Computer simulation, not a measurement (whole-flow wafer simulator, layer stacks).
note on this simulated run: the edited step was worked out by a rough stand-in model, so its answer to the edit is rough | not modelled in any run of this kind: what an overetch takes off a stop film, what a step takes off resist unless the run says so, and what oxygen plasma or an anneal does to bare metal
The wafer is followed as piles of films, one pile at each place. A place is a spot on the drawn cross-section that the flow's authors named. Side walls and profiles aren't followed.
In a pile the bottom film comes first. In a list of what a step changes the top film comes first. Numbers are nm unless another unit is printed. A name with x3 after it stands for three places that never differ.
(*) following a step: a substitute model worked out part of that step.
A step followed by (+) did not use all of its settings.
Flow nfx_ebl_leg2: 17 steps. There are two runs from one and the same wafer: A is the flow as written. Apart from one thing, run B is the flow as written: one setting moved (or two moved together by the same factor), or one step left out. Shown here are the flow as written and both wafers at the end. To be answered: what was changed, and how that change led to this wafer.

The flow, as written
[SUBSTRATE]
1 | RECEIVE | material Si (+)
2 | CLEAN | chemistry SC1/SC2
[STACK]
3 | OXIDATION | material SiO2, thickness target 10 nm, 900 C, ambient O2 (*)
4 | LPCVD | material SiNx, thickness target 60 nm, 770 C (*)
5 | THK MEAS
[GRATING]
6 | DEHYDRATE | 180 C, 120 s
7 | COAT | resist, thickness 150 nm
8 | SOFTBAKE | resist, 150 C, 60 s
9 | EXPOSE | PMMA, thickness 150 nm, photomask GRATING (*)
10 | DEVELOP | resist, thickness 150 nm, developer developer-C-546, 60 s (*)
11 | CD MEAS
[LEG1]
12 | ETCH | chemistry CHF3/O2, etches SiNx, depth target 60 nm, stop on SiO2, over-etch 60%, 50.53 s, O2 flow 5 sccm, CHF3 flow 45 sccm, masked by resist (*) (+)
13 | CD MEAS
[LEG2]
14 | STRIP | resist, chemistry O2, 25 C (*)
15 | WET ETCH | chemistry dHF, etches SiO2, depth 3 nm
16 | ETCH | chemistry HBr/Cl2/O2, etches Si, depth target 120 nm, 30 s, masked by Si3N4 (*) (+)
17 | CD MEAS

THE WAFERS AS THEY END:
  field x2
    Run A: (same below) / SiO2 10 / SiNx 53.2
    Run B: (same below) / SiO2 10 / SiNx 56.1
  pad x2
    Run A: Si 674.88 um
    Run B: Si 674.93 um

What caused this: step 16, ETCH: depth target 69 nm was run, though the flow has depth target 120 nm; step 16, ETCH: 17.2 s was run, where the flow has 30 s.

The path from the change to this, step by step:
  16 | ETCH | chemistry HBr/Cl2/O2, etches Si, depth target 120 nm, 30 s, masked by Si3N4 (*) (+)
      field x2: A SiNx loses 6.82 | B SiNx loses 3.91
      pad x2: A Si loses 120 | B Si loses 69
